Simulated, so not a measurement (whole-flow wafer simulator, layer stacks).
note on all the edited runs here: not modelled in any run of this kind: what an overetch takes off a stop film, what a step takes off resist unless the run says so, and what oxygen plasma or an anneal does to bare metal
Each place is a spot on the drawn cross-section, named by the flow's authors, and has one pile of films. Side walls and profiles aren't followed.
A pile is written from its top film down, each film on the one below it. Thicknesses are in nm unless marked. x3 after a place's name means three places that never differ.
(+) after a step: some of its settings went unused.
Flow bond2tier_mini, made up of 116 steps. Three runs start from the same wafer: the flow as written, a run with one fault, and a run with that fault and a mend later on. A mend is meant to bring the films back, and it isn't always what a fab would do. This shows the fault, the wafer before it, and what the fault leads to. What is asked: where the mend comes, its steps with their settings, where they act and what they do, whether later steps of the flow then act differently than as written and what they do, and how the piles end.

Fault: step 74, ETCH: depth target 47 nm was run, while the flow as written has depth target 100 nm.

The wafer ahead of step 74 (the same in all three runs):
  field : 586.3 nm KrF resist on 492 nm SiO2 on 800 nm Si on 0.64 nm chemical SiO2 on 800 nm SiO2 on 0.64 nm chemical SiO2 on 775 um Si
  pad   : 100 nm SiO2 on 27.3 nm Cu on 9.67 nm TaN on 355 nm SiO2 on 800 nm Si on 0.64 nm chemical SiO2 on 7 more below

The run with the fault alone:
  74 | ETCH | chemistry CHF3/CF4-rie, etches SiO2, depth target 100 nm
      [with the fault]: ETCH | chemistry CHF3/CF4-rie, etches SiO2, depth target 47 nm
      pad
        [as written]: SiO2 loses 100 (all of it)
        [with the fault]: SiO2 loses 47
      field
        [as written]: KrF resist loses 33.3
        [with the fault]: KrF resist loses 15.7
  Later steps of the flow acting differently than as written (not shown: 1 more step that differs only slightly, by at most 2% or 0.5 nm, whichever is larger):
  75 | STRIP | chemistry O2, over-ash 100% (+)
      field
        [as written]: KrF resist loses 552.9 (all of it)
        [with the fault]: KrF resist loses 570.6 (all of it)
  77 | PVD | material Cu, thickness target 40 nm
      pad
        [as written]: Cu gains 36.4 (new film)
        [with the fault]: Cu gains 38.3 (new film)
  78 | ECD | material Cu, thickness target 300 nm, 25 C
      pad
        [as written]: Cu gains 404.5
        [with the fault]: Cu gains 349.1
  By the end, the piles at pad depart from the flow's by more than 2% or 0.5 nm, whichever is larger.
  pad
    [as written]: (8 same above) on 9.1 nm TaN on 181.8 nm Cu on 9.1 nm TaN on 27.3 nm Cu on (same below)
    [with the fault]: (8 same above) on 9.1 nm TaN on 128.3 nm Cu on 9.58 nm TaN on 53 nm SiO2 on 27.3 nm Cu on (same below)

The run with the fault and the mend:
  After step 74 comes the mend.
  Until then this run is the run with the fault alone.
  74a | ETCH | chemistry CHF3/CF4-rie, etches SiO2, depth target 53 nm (the flow's step 74, run once more with other settings)
      field
        KrF resist loses 17.7
      pad
        SiO2 loses 53 (all of it)
  None of the later steps of the flow acts differently than as written at any place that is followed.
  The piles end the same as the flow's at every place that both follow.
